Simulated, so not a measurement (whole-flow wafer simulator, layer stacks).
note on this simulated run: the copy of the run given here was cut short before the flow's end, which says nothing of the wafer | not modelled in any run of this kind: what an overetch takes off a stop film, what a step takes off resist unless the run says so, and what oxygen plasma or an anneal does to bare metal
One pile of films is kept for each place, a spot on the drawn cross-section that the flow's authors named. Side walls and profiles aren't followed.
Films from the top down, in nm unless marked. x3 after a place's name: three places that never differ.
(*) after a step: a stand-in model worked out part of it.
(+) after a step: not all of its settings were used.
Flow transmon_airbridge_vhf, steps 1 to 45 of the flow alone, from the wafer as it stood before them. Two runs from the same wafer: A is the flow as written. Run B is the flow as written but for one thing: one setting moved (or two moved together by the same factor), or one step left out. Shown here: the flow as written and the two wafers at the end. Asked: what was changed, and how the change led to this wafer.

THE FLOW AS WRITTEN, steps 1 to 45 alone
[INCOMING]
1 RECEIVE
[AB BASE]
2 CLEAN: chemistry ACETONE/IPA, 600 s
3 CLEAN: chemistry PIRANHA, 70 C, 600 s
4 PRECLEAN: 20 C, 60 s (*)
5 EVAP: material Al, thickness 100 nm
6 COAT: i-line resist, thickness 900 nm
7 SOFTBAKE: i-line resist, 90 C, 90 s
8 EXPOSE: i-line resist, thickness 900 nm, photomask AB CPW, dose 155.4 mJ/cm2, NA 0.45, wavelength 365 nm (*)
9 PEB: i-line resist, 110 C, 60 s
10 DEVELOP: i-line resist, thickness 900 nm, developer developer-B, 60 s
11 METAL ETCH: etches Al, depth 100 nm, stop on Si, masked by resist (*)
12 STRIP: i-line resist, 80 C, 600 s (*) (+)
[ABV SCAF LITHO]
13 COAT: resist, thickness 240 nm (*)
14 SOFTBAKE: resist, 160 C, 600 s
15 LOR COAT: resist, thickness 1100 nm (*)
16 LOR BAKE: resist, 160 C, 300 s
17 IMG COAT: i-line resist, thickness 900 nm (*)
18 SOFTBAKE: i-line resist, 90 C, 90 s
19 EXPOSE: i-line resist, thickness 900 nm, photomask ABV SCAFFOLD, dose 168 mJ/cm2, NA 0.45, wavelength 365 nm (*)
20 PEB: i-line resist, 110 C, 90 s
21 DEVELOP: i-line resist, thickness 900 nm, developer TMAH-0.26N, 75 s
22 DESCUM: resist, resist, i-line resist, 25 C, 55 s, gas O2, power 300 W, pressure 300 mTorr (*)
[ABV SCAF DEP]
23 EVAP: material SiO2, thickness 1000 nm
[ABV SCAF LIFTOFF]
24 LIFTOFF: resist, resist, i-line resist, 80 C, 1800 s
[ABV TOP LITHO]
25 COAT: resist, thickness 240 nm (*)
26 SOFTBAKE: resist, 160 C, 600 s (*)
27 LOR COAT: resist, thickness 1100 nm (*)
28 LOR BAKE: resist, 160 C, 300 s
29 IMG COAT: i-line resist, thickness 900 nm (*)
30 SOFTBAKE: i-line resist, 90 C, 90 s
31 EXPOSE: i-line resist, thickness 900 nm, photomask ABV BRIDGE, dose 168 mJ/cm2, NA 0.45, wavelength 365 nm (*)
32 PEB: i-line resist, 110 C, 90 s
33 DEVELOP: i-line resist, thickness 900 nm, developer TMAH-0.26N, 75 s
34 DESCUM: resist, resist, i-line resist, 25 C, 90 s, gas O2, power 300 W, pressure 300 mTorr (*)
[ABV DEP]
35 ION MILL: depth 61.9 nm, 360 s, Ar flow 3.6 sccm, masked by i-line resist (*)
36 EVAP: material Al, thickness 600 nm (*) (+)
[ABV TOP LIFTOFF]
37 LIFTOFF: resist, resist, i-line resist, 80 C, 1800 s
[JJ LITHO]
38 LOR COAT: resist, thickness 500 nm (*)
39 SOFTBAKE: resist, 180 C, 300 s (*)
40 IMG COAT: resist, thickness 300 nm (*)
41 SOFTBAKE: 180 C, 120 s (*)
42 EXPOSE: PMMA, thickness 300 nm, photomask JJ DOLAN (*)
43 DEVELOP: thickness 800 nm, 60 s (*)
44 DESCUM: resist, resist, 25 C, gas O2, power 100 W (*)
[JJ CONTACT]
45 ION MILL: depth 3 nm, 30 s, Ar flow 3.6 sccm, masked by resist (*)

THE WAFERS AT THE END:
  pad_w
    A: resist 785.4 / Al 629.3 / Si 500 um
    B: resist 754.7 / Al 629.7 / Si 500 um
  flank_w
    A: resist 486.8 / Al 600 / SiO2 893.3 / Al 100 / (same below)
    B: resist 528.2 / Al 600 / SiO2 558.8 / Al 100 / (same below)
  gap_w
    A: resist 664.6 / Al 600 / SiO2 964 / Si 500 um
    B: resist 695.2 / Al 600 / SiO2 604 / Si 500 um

The cause: step 23, EVAP: thickness 640 nm was run, where the flow has thickness 1000 nm.

How the change led to this, step by step:
  23 EVAP: material SiO2, thickness 1000 nm
      field x3, jj_line, ground_far and 10 more: A SiO2 +1000 (new film) | B SiO2 +640 (new film)
      flank_w, flank_e: A SiO2 +929.3 (new film) | B SiO2 +594.8 (new film)
  24 LIFTOFF: resist, resist, i-line resist, 80 C, 1800 s
      field x3, jj_line, trace_open_s x2: A SiO2 -1000 (all of it), i-line resist -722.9 (all of it), resist -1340 (all of it) | B SiO2 -640 (all of it), i-line resist -722.9 (all of it), resist -1340 (all of it)
      pad_w, pad_e: A SiO2 -1000 (all of it), i-line resist -718 (all of it), resist -1330.2 (all of it) | B SiO2 -640 (all of it), i-line resist -718 (all of it), resist -1330.2 (all of it)
      (and at 1 more place)
  25 COAT: resist, thickness 240 nm (*)
      flank_w, flank_e: A resist +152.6 (new film) | B resist +165.2 (new film)
      gap_w, gap_e: A resist +210.7 (new film) | B resist +226.1 (new film)
      (and at 6 more places)
  27 LOR COAT: resist, thickness 1100 nm (*)
      gap_w, gap_e: A resist +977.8 | B resist +1028.3
      margin_s, margin_n: A resist +823.4 | B resist +913
      (and at 6 more places)
  29 IMG COAT: i-line resist, thickness 900 nm (*)
      gap_w, gap_e: A i-line resist +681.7 (new film) | B i-line resist +769.6 (new film)
      margin_s, margin_n: A i-line resist +603.2 (new film) | B i-line resist +716.5 (new film)
      (and at 7 more places)
  32 PEB: i-line resist, 110 C, 90 s
      pad_w, pad_e: A i-line resist -51 | B i-line resist -49.2
      flank_w, flank_e: A i-line resist -38.3 | B i-line resist -41.9
      (and at 7 more places)
  33 DEVELOP: i-line resist, thickness 900 nm, developer TMAH-0.26N, 75 s
      gap_w, gap_e: A i-line resist -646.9 (all of it), resist -977.8 | B i-line resist -730.2 (all of it), resist -1028.3
      pad_w: A i-line resist -937.2 (all of it), resist -1247.8 | B i-line resist -906.1 (all of it), resist -1191.3
      (and at 5 more places)
  34 DESCUM: resist, resist, i-line resist, 25 C, 90 s, gas O2, power 300 W, pressure 300 mTorr (*)
      flank_w, flank_e: A resist -152.6 (all of it) | B resist -165.2 (all of it)
      gap_w, gap_e: A resist -210.7 (all of it) | B resist -226.1 (all of it)
      (and at 4 more places)
  37 LIFTOFF: resist, resist, i-line resist, 80 C, 1800 s
      margin_s, margin_n: A Al -600 (all of it), i-line resist -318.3 (all of it), resist -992 (all of it) | B Al -600 (all of it), i-line resist -425.8 (all of it), resist -1102.3 (all of it)
      ground_far: A Al -600 (all of it), i-line resist -717.9 (all of it), resist -1384.9 (all of it) | B Al -600 (all of it), i-line resist -672.9 (all of it), resist -1372 (all of it)
  38 LOR COAT: resist, thickness 500 nm (*)
      pad_w, pad_e: A resist +517 (new film) | B resist +496 (new film)
      flank_w, flank_e: A resist +306.5 (new film) | B resist +336.2 (new film)
      (and at 6 more places)
  40 IMG COAT: resist, thickness 300 nm (*)
      pad_w, pad_e: A resist +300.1 | B resist +290.5
      flank_w, flank_e: A resist +212.1 | B resist +223.9
      (and at 6 more places)
